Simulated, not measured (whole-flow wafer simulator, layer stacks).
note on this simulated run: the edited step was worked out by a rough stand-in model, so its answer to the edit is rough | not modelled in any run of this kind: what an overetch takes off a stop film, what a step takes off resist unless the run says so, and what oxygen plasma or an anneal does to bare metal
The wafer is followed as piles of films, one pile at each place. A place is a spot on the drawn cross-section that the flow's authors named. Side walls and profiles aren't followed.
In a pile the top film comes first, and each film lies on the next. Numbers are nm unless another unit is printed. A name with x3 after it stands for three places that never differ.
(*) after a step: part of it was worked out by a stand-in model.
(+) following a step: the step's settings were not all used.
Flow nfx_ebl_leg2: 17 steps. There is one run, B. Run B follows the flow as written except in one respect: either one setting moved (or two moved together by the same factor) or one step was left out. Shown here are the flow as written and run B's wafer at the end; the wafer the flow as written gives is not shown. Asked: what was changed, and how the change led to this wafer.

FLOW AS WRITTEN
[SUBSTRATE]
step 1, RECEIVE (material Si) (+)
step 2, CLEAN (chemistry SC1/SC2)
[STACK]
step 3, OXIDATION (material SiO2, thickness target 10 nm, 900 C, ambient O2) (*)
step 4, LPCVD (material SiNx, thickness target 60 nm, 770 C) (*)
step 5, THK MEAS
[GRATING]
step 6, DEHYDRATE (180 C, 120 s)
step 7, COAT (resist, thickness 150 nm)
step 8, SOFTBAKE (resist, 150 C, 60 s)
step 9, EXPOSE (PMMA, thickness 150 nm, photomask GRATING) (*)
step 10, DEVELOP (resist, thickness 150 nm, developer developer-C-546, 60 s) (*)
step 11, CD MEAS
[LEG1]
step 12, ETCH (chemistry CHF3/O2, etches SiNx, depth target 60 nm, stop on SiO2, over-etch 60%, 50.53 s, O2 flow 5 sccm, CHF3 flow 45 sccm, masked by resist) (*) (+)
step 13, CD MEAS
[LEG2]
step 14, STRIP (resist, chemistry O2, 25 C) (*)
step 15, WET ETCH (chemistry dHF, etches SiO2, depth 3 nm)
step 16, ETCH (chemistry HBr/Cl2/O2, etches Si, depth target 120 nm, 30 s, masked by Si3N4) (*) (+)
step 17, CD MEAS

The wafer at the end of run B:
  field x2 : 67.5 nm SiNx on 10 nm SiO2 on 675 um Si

The reason: step 4, LPCVD: thickness target 74.3 nm was run, though the flow has thickness target 60 nm.

How this came from the change, step by step:
  step 4, LPCVD (material SiNx, thickness target 60 nm, 770 C) (*)
      field x2, pad x2: SiNx gains 74.3 (new film) (as written it would have been: SiNx gains 60 (new film))
  step 12, ETCH (chemistry CHF3/O2, etches SiNx, depth target 60 nm, stop on SiO2, over-etch 60%, 50.53 s, O2 flow 5 sccm, CHF3 flow 45 sccm, masked by resist) (*) (+)
      pad x2: SiNx loses 74.3 (all of it), SiO2 loses 10 (all of it) (as written it would have been: SiNx loses 60 (all of it), SiO2 loses 10 (all of it))
